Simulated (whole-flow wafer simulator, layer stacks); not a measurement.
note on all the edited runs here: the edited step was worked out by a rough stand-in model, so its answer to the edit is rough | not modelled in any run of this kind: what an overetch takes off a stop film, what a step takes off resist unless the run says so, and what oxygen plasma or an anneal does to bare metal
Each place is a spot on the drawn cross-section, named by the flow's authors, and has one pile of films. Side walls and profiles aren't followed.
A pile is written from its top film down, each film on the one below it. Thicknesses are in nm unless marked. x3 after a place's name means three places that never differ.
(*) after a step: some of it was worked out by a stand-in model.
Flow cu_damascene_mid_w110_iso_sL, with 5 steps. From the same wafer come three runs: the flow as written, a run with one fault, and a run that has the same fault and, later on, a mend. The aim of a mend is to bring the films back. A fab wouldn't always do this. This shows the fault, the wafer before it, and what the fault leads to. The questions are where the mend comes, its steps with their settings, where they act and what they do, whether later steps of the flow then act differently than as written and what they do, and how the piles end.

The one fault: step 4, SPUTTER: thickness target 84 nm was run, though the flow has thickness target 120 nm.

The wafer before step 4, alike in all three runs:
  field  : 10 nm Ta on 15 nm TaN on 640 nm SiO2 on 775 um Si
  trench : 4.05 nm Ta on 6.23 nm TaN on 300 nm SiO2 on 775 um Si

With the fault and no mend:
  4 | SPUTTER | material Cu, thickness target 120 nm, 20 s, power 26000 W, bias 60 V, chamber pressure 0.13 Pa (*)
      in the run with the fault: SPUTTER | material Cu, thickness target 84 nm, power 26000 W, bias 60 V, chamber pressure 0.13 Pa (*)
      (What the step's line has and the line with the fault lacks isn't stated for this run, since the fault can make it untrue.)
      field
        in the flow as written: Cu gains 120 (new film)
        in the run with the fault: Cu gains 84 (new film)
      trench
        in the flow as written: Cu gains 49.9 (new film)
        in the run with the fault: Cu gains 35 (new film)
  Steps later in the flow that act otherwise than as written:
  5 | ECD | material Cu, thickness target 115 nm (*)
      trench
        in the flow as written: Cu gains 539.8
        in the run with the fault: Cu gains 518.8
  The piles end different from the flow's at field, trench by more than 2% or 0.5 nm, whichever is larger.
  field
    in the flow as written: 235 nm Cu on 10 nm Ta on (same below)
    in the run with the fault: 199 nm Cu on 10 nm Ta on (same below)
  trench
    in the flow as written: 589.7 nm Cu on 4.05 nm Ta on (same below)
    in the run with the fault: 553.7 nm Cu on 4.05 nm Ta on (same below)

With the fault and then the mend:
  The mend follows step 4.
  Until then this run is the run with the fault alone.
  4a | SPUTTER | material Cu, thickness target 36 nm, power 26000 W, bias 60 V, chamber pressure 0.13 Pa (*) (the flow's step 4 again, with other settings)
      field
        Cu gains 36
      trench
        Cu gains 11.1
  Later steps of the flow that are run all act as written at every place that is followed, up to a difference of at most 2% or 0.5 nm, whichever is larger.
  The piles end the same as the flow's at every place that both follow.
